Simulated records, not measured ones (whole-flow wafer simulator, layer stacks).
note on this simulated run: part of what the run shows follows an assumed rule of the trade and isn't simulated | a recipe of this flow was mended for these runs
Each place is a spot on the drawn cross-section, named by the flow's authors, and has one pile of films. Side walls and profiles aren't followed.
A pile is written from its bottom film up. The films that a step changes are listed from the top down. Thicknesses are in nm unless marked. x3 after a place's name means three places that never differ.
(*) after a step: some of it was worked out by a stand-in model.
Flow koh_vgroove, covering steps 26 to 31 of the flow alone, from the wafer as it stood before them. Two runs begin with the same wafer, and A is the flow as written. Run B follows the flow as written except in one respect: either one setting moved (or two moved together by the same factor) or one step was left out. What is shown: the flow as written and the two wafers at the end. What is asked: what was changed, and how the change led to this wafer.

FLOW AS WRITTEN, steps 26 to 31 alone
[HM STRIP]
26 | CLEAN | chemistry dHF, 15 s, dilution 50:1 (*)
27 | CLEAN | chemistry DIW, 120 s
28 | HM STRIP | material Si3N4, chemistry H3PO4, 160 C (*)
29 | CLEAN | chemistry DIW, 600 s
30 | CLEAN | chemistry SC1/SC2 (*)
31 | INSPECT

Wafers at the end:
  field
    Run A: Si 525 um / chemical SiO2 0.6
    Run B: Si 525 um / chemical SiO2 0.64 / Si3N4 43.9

The reason: step 28, HM STRIP: 139 C was run, whereas the flow has 160 C.

How this came from the change, step by step:
  28 | HM STRIP | material Si3N4, chemistry H3PO4, 160 C (*)
      field: A Si3N4 loses 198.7 (all of it), chemical SiO2 loses 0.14, Si loses 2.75 | B Si3N4 loses 154.9
